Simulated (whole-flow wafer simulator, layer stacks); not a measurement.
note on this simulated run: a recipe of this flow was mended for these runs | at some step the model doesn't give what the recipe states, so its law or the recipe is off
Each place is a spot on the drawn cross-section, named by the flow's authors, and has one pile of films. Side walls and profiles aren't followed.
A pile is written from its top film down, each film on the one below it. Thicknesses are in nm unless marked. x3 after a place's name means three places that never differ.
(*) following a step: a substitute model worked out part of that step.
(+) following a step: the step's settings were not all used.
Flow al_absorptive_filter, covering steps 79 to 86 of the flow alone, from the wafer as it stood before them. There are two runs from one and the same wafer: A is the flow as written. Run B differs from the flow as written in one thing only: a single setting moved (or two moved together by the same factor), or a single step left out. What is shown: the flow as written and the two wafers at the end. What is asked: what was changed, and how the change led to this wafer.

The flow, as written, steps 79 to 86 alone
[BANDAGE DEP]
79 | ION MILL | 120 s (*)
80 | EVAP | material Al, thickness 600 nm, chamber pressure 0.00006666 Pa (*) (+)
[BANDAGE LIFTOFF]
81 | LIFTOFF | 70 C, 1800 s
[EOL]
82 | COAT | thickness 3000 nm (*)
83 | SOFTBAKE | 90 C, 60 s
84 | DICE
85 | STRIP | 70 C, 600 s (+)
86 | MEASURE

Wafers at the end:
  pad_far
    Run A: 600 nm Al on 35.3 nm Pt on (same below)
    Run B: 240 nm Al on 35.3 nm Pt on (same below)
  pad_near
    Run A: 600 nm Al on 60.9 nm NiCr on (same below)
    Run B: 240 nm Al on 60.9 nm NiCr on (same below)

The reason: step 80, EVAP: thickness 240 nm was run, while the flow as written has thickness 600 nm.
The wafer lets one read it off: pad_far has Al 240, and step 80 as written asks for 600 nm.

Step by step, how the change led to this:
  80 | EVAP | material Al, thickness 600 nm, chamber pressure 0.00006666 Pa (*) (+)
      gnd, pad_far, pad_near and 11 more: A Al gains 600 (new film) | B Al gains 240 (new film)
  81 | LIFTOFF | 70 C, 1800 s
      xa_field, xl_land, idc_field: A Al loses 600 (all of it), i-line-resist loses 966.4 (all of it), lift-off-underlayer loses 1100 (all of it), acrylic-e-beam-resist loses 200 (all of it) | B Al loses 240 (all of it), i-line-resist loses 966.4 (all of it), lift-off-underlayer loses 1100 (all of it), acrylic-e-beam-resist loses 200 (all of it)
      gnd: A Al loses 600 (all of it), i-line-resist loses 968.3 (all of it), lift-off-underlayer loses 1103.3 (all of it), acrylic-e-beam-resist loses 200.9 (all of it) | B Al loses 240 (all of it), i-line-resist loses 968.3 (all of it), lift-off-underlayer loses 1103.3 (all of it), acrylic-e-beam-resist loses 200.9 (all of it)
      (also at 8 further places)
  82 | COAT | thickness 3000 nm (*)
      pad_far: A i-line-resist gains 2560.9 (new film) | B i-line-resist gains 2825.9 (new film)
      pad_near: A i-line-resist gains 2480.3 (new film) | B i-line-resist gains 2749.5 (new film)
      (also at 1 further place)
  83 | SOFTBAKE | 90 C, 60 s
      gnd: A i-line-resist gains 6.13 | B i-line-resist gains 2.8
      pad_far: A i-line-resist loses 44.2 | B i-line-resist loses 17
      (also at 3 further places)
  85 | STRIP | 70 C, 600 s (+)
      pad_far: A i-line-resist loses 2516.7 (all of it) | B i-line-resist loses 2808.9 (all of it)
      pad_near: A i-line-resist loses 2439.3 (all of it) | B i-line-resist loses 2732.8 (all of it)
      (also at 1 further place)
